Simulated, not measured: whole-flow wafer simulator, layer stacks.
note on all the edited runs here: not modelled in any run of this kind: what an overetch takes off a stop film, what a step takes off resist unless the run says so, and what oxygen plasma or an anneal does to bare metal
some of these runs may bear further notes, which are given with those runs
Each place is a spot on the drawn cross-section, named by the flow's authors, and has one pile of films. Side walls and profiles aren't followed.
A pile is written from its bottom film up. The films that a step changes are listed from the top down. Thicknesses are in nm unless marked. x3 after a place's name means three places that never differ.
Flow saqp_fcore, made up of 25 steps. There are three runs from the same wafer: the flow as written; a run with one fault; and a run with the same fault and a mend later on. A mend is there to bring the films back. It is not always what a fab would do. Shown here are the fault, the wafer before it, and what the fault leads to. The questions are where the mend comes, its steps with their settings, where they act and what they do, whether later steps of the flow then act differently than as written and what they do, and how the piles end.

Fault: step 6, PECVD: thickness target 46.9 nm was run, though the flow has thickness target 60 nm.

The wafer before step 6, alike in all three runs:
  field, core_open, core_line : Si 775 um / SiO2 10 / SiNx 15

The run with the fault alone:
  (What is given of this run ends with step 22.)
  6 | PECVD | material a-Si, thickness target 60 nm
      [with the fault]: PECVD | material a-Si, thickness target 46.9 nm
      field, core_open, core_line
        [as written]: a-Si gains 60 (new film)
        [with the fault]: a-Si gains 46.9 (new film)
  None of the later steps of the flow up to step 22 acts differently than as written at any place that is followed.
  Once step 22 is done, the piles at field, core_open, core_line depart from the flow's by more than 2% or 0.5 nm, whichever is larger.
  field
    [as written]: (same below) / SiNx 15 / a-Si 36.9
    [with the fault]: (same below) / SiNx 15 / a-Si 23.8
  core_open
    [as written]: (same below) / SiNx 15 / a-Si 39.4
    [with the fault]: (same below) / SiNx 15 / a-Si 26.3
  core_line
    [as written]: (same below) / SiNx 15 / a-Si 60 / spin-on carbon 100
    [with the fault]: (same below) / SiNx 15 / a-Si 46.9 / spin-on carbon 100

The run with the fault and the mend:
  The mend stands after step 7.
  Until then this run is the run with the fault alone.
  7a | ETCH | chemistry tmah, depth target 53.93 nm
      field, core_open, core_line
        a-Si loses 46.9 (all of it)
  7b | PECVD | material a-Si, thickness target 60 nm (the flow's step 6 again)
      field, core_open, core_line
        a-Si gains 60 (new film)
  None of the later steps of the flow acts differently than as written at any place that is followed.
  At every place that both follow, the piles at the end match the flow's.
